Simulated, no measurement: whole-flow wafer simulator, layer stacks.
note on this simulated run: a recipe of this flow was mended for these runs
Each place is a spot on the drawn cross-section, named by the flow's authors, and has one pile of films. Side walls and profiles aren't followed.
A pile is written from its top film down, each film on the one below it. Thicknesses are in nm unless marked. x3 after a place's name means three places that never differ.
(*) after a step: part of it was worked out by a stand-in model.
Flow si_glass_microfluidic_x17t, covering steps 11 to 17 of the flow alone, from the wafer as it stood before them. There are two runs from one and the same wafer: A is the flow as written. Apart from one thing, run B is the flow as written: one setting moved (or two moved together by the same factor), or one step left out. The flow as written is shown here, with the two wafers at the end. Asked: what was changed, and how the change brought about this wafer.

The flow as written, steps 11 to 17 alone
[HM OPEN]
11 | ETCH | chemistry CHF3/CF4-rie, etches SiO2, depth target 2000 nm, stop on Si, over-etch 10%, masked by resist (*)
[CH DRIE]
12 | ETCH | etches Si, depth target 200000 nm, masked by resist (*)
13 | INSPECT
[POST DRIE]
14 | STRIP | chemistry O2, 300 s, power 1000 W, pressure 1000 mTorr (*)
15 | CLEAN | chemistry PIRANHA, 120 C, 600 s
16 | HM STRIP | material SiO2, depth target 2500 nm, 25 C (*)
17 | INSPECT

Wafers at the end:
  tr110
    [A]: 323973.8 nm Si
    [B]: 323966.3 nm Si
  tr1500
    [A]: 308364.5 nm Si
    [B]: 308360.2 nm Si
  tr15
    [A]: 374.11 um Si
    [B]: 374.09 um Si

Cause: step 11, ETCH: over-etch 14.5% was run, though the flow has over-etch 10%.

The path from the change to this, step by step:
  11 | ETCH | chemistry CHF3/CF4-rie, etches SiO2, depth target 2000 nm, stop on Si, over-etch 10%, masked by resist (*)
      tr110, tr1500, tr15: A SiO2 loses 2000 (all of it), Si loses 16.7 | B SiO2 loses 2000 (all of it), Si loses 24.2
      land: A thick-i-line-resist loses 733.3 | B thick-i-line-resist loses 763.3
  12 | ETCH | etches Si, depth target 200000 nm, masked by resist (*)
      tr15: A Si loses 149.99 um | B Si loses 150 um
